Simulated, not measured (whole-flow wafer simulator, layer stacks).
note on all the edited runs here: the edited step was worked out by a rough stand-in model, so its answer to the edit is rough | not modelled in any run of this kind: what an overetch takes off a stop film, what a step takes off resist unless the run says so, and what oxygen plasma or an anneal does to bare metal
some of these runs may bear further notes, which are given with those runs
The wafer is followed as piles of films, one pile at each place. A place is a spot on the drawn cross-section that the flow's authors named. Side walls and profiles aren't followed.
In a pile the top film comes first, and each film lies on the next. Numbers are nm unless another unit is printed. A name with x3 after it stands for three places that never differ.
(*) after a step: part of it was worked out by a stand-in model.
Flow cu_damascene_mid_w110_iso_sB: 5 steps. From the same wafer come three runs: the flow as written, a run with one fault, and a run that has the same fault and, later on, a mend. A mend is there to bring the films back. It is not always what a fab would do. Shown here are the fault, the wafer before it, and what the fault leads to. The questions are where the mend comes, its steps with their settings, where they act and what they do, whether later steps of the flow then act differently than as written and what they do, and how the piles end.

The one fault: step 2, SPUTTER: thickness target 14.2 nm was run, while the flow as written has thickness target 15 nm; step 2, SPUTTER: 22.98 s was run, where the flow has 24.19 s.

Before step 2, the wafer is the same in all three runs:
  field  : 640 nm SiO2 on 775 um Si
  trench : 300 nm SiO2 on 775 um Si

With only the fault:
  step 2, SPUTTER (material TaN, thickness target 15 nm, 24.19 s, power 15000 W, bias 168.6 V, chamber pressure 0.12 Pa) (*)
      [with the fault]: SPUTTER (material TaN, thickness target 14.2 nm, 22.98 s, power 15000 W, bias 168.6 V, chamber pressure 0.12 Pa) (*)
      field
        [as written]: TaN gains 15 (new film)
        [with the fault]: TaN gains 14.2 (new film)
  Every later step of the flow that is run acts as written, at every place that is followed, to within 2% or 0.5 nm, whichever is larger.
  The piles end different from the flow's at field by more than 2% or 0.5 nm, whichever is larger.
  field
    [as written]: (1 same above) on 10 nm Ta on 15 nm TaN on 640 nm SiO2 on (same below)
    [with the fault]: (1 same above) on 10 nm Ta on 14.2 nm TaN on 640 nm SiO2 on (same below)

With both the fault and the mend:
  The mend follows step 2.
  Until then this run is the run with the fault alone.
  step 2a, SPUTTER (material TaN, thickness target 0.8 nm, 1.29 s, power 15000 W, bias 168.6 V, chamber pressure 0.12 Pa) (*) (a further turn of the flow's step 2, with different settings)
      field
        TaN gains 0.8
      trench
        TaN gains 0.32
  Every later step of the flow that is run acts as written at every place that is followed.
  At the end the piles are close to the flow's at the places that both follow, differing by at most 2% or 0.5 nm, whichever is larger.
